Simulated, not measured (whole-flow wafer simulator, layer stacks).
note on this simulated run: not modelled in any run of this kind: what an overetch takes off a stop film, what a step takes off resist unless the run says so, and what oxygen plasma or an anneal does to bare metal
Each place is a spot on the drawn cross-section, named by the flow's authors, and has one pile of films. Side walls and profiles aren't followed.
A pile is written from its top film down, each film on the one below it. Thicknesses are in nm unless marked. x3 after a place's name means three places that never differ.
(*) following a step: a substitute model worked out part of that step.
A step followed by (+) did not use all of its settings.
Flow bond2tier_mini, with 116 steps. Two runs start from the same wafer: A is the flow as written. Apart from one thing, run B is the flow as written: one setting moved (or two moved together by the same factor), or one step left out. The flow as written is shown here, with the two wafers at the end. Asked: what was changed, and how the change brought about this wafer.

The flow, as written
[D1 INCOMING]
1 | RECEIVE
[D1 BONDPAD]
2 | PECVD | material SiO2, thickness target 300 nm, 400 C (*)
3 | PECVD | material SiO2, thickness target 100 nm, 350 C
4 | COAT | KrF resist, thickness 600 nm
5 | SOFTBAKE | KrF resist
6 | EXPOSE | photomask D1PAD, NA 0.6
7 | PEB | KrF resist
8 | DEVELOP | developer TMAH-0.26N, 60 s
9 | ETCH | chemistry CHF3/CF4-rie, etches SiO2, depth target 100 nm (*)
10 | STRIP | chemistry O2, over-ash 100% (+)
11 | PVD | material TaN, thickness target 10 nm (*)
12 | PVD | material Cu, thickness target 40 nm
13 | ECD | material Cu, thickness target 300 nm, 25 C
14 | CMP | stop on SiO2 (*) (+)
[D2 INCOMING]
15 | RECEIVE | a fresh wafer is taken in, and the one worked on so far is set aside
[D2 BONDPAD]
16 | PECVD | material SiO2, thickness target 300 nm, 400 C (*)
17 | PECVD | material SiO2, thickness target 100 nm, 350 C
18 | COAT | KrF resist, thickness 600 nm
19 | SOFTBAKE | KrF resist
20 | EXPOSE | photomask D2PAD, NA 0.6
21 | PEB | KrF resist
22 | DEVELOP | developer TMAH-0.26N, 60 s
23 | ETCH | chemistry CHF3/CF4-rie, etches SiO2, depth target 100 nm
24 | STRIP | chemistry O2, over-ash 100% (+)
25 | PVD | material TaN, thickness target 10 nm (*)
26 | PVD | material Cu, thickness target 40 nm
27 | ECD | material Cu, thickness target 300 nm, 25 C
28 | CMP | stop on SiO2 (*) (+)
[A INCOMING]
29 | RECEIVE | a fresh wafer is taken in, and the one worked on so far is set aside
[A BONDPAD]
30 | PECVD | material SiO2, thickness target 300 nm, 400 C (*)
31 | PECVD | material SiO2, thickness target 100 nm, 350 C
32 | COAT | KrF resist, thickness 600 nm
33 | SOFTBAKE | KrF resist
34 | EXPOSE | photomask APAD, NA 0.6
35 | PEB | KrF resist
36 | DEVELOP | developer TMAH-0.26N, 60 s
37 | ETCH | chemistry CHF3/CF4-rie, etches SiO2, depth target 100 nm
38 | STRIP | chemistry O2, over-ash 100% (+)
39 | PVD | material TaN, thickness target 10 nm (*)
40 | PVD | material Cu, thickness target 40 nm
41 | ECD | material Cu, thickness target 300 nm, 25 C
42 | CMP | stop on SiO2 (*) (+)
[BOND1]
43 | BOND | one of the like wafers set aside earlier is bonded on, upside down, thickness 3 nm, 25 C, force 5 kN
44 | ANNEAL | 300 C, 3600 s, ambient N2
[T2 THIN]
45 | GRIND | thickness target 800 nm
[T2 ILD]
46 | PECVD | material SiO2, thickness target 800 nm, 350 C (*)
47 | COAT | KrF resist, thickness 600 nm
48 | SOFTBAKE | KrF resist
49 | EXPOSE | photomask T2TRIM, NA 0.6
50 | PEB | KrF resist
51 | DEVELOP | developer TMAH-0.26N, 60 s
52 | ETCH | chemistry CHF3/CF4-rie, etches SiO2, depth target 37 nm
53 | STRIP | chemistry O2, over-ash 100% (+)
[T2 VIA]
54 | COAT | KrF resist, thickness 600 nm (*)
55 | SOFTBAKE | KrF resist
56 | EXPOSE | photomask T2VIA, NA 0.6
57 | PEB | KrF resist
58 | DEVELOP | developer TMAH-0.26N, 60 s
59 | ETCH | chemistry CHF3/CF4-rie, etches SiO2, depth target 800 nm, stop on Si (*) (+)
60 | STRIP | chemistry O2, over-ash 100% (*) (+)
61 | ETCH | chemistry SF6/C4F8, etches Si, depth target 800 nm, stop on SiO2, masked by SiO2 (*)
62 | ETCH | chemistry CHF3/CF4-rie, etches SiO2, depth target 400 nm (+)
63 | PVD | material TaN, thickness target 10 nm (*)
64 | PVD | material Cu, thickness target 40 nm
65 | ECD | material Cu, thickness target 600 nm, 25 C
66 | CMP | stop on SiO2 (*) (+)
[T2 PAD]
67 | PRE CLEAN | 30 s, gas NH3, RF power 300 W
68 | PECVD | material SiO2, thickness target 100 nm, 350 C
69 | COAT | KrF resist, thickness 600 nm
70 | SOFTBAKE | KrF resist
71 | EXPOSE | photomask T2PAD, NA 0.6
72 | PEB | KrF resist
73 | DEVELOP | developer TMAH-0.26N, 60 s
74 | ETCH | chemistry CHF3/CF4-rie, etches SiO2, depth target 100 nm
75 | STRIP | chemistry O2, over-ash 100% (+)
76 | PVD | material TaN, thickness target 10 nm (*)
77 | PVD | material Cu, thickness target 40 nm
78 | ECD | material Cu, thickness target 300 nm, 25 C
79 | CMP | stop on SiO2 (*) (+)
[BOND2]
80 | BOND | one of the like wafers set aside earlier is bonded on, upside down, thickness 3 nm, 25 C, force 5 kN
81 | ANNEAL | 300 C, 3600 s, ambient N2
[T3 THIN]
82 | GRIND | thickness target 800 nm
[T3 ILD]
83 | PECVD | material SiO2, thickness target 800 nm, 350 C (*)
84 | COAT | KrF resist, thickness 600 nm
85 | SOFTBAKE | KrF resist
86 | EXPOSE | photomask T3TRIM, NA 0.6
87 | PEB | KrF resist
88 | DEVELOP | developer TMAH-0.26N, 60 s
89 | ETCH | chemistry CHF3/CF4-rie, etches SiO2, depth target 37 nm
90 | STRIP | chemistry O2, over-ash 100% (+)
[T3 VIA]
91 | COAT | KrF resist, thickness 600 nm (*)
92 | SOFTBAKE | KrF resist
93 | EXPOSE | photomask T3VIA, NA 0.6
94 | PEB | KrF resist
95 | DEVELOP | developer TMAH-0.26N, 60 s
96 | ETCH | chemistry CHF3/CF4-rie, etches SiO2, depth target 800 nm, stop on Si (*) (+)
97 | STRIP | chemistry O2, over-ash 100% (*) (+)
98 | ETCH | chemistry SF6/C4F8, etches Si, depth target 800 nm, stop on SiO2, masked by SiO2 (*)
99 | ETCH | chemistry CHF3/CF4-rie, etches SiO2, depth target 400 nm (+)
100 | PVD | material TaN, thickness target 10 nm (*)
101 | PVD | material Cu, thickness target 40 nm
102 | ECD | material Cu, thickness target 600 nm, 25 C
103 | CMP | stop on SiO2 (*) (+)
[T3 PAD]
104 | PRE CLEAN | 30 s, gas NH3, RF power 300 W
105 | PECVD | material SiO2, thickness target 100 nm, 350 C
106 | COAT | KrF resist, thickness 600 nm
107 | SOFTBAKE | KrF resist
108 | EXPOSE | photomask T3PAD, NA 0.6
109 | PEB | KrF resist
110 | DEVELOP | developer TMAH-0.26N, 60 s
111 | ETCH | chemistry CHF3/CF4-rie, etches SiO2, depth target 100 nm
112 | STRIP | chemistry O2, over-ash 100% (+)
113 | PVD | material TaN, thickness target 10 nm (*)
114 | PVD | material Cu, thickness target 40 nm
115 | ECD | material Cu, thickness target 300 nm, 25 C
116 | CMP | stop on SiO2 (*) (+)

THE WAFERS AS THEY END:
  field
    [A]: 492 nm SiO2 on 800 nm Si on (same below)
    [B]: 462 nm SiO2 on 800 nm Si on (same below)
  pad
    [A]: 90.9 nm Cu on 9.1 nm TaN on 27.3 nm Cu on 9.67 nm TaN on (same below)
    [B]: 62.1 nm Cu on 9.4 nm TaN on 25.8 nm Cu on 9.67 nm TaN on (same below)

What caused this: step 105, PECVD: thickness target 70 nm was run, though the flow has thickness target 100 nm.

How this came from the change, step by step:
  105 | PECVD | material SiO2, thickness target 100 nm, 350 C
      field: A SiO2 gains 100 | B SiO2 gains 70
      pad: A SiO2 gains 100 (new film) | B SiO2 gains 70 (new film)
  111 | ETCH | chemistry CHF3/CF4-rie, etches SiO2, depth target 100 nm
      pad: A SiO2 loses 100 (all of it) | B SiO2 loses 70 (all of it), Cu loses 1.5
  114 | PVD | material Cu, thickness target 40 nm
      pad: A Cu gains 36.4 (new film) | B Cu gains 37.4 (new film)
  115 | ECD | material Cu, thickness target 300 nm, 25 C
      pad: A Cu gains 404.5 | B Cu gains 374.7
